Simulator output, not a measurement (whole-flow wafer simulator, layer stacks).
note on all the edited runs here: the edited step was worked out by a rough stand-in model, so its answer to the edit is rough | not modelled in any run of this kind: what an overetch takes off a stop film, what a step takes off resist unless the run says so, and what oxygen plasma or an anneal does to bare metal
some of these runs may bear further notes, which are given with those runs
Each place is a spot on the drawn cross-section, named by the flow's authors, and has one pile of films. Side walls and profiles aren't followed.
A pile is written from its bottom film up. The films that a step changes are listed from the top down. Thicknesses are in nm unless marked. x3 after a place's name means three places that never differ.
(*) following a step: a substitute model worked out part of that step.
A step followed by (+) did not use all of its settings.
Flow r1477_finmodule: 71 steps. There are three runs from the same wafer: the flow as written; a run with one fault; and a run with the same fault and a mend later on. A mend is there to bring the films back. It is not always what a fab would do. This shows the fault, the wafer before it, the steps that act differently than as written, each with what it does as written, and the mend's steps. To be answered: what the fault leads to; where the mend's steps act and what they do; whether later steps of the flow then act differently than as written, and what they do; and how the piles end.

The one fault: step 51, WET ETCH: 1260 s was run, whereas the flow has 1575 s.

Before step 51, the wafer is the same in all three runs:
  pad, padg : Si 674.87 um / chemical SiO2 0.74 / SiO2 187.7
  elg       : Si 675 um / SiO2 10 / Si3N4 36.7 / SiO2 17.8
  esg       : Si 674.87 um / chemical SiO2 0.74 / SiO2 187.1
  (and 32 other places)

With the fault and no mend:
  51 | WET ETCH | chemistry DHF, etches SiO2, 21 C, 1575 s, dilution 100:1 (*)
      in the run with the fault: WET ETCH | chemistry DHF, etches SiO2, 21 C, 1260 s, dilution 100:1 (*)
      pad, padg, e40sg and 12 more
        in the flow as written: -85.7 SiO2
        in the run with the fault: -68.6 SiO2
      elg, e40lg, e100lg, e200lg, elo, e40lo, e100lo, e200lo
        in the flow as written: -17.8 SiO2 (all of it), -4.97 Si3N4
        in the run with the fault: -17.8 SiO2 (all of it), -3.69 Si3N4
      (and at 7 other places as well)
  Later steps of the flow acting differently than as written (not shown: 1 more step that differs only slightly, by at most 2% or 0.5 nm, whichever is larger):
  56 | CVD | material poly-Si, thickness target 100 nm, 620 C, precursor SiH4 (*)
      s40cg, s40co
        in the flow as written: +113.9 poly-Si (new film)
        in the run with the fault: +100 poly-Si (new film)
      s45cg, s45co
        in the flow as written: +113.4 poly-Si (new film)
        in the run with the fault: +100 poly-Si (new film)
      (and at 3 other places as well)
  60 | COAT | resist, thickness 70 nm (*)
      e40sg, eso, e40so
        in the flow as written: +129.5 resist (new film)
        in the run with the fault: +114.4 resist (new film)
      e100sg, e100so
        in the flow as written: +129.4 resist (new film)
        in the run with the fault: +114.4 resist (new film)
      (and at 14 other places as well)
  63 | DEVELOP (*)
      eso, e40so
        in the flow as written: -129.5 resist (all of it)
        in the run with the fault: -114.4 resist (all of it)
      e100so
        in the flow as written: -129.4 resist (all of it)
        in the run with the fault: -114.4 resist (all of it)
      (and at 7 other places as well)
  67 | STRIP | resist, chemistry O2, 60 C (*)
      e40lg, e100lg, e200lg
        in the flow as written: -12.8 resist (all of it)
        in the run with the fault: -13.6 resist (all of it)
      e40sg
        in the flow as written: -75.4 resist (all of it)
        in the run with the fault: -60.3 resist (all of it)
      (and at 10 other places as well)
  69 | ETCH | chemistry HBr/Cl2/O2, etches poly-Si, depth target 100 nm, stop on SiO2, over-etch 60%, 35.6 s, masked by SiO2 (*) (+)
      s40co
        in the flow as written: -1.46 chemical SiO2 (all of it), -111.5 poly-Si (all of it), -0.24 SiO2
        in the run with the fault: -1.38 chemical SiO2 (all of it), -97.6 poly-Si (all of it), -0.42 SiO2
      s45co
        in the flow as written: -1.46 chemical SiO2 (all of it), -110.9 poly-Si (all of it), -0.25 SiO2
        in the run with the fault: -1.38 chemical SiO2 (all of it), -97.6 poly-Si (all of it), -0.42 SiO2
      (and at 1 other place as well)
  By the end, the piles at pad, padg, elg and 27 more depart from the flow's by more than 2% or 0.5 nm, whichever is larger.
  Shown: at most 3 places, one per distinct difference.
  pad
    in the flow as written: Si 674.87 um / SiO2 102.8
    in the run with the fault: Si 674.87 um / SiO2 119.9
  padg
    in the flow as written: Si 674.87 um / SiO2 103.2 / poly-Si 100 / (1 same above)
    in the run with the fault: Si 674.87 um / SiO2 120.3 / poly-Si 100 / (1 same above)
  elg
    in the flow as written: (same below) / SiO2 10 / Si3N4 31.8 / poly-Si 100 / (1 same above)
    in the run with the fault: (same below) / SiO2 10 / Si3N4 33 / poly-Si 100 / (1 same above)

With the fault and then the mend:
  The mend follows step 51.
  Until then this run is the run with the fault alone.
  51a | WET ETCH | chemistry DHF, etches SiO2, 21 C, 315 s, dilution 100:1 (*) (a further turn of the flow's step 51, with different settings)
      pad, padg, e40sg and 12 more
        -17.1 SiO2
      elg, e40lg, e100lg, e200lg, elo, e40lo, e100lo, e200lo
        -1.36 Si3N4
      esg, s40cg, s45cg, s50cg, s40co, s45co, s50co
        -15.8 SiO2
  None of the later steps of the flow differs from how it acts as written, at any place that is followed, by more than 2% or 0.5 nm, whichever is larger.
  At the end the piles are close to the flow's at the places that both follow, differing by at most 2% or 0.5 nm, whichever is larger.
